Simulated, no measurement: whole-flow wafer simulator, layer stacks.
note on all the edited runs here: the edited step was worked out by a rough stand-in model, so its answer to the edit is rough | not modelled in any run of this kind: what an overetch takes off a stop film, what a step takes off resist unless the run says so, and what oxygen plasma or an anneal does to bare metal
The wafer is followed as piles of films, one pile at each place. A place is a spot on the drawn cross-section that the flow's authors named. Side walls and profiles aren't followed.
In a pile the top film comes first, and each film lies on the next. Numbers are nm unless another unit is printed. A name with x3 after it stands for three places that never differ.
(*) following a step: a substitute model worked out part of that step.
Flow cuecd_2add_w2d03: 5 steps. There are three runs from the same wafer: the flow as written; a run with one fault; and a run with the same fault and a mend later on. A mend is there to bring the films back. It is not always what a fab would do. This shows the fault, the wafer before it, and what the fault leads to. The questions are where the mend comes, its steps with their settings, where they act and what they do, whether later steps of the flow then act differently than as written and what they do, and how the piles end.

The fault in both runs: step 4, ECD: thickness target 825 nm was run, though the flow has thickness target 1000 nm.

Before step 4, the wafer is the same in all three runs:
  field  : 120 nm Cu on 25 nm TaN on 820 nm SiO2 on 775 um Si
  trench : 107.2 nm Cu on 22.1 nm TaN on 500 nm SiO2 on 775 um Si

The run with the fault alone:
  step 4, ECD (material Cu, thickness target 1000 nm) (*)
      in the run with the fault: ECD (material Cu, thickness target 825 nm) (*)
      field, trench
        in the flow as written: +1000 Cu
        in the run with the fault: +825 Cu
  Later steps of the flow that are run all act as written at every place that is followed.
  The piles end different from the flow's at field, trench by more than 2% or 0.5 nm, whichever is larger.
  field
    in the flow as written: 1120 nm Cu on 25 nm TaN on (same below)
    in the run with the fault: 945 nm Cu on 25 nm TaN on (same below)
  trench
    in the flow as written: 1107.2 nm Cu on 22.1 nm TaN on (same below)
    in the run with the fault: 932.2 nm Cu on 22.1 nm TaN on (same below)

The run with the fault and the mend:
  The mend follows step 5.
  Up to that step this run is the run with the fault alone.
  step 5a, ECD (material Cu, thickness target 175 nm) (*) (a further turn of the flow's step 4, with different settings)
      field, trench
        +175 Cu
  Later steps of the flow that are run all act as written at every place that is followed.
  At every place that both follow, the piles at the end match the flow's.
